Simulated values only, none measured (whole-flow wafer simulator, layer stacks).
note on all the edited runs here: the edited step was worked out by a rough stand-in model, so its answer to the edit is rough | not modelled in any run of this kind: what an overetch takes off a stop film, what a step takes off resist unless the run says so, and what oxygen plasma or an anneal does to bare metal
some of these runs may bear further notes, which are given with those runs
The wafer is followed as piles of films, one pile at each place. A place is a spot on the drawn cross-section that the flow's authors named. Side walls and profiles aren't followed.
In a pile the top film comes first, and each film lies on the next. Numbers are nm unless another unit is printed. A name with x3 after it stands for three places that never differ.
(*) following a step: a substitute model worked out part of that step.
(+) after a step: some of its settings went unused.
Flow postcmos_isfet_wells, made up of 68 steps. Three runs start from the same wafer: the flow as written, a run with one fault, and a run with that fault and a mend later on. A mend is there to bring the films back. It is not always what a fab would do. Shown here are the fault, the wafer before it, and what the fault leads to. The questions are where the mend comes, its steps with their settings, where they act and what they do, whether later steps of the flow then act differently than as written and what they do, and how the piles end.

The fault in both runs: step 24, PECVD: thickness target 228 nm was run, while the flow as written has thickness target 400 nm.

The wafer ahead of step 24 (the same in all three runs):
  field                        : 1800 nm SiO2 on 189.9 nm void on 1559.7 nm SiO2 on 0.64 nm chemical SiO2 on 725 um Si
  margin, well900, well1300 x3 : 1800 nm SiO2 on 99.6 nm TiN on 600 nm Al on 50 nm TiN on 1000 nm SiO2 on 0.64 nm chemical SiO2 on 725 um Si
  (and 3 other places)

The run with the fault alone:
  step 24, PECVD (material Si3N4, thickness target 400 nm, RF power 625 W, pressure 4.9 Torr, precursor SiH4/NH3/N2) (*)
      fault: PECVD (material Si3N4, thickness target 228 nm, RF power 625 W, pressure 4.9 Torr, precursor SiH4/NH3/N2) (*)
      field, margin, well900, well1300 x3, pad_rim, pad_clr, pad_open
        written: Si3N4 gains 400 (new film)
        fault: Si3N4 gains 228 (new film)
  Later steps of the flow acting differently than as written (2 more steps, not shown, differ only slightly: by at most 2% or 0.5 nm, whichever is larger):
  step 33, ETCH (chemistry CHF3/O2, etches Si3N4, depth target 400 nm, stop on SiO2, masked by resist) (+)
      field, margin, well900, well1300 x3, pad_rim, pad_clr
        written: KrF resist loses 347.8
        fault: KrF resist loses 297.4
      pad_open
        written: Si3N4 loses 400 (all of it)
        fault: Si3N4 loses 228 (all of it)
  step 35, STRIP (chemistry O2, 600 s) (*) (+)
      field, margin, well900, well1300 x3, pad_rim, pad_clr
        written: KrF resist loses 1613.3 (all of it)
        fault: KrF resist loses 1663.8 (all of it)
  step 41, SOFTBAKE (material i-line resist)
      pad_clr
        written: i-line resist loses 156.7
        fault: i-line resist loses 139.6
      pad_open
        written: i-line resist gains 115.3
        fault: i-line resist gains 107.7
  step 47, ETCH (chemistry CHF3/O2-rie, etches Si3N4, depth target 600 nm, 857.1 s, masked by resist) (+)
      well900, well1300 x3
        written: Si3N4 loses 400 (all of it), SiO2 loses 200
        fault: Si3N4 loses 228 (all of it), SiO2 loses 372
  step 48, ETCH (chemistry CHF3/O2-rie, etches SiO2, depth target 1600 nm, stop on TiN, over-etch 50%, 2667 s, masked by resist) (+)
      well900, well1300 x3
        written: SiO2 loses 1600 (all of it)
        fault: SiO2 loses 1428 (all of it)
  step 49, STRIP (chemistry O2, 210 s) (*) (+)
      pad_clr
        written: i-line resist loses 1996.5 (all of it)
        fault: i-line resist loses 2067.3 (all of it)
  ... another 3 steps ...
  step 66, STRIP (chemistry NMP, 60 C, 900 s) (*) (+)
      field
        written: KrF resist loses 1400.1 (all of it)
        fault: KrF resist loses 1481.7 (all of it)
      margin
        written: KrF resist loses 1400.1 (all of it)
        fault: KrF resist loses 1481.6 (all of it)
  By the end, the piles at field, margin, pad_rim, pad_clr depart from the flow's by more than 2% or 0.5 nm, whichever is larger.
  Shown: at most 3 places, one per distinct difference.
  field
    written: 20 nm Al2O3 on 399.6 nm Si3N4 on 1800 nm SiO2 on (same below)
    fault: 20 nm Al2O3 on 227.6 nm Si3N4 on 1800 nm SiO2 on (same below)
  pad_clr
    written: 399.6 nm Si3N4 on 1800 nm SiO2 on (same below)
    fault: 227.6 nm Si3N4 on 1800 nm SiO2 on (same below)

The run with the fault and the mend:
  The mend stands after step 32.
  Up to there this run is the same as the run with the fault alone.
  step 32a, STRIP (chemistry O2, 600 s) (*) (+)
      field, margin, well900, well1300 x3, pad_rim, pad_clr
        KrF resist loses 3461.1 (all of it)
  step 32b, PECVD (material Si3N4, thickness target 172 nm, RF power 625 W, pressure 4.9 Torr, precursor SiH4/NH3/N2) (*) (the flow's step 24, run once more with other settings)
      field, margin, well900, well1300 x3, pad_rim, pad_clr, pad_open
        Si3N4 gains 172
  step 32c, HMDS (30 s) (the flow's step 26, run once more)
      alters no film at any place that is followed
  step 32d, COAT (KrF resist, thickness 3500 nm) (the flow's step 27, run once more)
      field, margin, well900, well1300 x3, pad_rim, pad_clr, pad_open
        KrF resist gains 3500 (new film)
  step 32e, SOFTBAKE (material KrF resist) (the flow's step 28, run once more)
      alters no film at any place that is followed
  step 32f, EBR (the flow's step 29, run once more)
      alters no film at any place that is followed
  step 32g, EXPOSE (photomask PAD, dose 67.86 mJ/cm2, NA 0.55, wavelength 248 nm) (*) (the flow's step 30, run once more)
      alters no film at any place that is followed
  step 32h, PEB (the flow's step 31, run once more)
      field, margin, well900, well1300 x3, pad_rim, pad_clr, pad_open
        KrF resist loses 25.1
  step 32i, DEVELOP (thickness 3500 nm, 60 s) (the flow's step 32, run once more)
      field, margin, well900, well1300 x3, pad_rim, pad_clr
        KrF resist loses 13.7
      pad_open
        KrF resist loses 3474.9 (all of it)
  Every later step of the flow that is run acts as written at every place that is followed.
  The piles end the same as the flow's at every place that both follow.
